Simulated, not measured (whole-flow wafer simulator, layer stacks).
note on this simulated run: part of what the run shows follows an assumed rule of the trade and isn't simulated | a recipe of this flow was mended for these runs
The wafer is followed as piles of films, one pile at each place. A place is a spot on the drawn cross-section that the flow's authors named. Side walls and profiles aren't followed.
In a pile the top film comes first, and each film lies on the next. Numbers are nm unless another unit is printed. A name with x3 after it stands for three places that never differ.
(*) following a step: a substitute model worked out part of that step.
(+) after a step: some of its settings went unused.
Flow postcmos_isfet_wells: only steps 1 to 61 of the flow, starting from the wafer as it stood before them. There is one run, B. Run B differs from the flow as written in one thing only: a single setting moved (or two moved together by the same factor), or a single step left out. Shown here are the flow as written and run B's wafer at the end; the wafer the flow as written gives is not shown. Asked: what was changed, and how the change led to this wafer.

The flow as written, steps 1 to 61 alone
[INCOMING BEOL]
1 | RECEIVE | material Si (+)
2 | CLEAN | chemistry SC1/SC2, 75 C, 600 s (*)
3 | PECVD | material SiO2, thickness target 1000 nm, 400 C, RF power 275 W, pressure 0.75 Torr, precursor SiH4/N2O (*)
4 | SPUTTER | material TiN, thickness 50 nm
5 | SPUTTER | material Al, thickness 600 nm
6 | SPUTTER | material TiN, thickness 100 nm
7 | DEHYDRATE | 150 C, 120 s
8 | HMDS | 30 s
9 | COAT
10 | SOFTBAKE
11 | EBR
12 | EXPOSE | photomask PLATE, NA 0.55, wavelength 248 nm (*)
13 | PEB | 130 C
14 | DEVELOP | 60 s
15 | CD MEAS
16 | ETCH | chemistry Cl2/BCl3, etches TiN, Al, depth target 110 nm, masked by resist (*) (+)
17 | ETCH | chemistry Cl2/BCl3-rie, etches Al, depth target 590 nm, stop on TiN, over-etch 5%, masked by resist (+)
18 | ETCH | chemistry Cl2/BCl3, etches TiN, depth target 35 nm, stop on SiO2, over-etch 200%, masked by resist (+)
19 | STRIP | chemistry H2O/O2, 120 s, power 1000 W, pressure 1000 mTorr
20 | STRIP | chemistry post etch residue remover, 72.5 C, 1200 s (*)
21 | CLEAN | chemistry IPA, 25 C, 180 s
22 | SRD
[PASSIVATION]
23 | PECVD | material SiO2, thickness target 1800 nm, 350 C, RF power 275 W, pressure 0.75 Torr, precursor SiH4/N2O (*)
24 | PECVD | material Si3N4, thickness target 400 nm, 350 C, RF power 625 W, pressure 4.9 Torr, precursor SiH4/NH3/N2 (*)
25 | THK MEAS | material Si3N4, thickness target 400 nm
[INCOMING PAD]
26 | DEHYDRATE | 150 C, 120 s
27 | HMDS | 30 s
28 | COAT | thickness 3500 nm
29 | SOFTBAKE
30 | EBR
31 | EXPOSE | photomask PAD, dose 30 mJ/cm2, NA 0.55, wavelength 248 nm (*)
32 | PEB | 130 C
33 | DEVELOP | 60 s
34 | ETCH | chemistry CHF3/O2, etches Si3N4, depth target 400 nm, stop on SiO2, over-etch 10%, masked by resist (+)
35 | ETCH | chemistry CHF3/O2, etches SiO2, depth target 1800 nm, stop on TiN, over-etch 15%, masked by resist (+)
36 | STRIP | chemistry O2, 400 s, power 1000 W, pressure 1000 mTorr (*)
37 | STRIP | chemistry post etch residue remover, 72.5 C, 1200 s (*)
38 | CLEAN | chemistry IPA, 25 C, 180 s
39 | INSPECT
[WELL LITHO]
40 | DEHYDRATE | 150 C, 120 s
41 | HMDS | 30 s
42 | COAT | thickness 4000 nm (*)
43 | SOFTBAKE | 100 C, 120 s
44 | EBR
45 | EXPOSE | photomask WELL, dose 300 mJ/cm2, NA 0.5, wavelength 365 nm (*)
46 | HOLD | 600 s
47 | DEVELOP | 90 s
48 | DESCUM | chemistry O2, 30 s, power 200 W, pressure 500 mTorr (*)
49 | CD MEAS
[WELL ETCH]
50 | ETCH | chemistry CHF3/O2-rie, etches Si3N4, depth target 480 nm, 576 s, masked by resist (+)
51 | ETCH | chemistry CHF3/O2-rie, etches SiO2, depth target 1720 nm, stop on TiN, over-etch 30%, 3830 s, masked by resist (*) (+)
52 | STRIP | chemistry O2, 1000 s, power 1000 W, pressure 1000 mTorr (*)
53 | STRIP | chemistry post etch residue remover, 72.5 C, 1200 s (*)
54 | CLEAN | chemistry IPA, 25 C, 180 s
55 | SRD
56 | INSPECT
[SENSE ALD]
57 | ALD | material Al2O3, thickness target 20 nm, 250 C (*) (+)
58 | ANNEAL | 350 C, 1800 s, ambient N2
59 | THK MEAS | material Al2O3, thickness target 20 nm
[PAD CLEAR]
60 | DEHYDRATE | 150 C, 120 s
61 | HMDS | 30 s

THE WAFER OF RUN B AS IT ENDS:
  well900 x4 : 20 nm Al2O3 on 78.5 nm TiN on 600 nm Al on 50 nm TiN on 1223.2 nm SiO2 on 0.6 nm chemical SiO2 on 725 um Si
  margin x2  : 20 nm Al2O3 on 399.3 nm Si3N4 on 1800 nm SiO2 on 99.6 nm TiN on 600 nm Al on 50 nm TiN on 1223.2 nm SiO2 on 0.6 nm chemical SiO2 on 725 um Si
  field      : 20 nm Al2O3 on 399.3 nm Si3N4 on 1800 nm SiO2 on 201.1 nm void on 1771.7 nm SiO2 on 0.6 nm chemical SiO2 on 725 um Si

Cause: step 3, PECVD: RF power 440 W was run, while the flow as written has RF power 275 W.

How this came from the change, step by step:
  3 | PECVD | material SiO2, thickness target 1000 nm, 400 C, RF power 275 W, pressure 0.75 Torr, precursor SiH4/N2O (*)
      field, margin x2, well900 x4, pad_clr, pad_open: SiO2 gains 1223.2 (new film) (it would be, as written: SiO2 gains 1000 (new film))
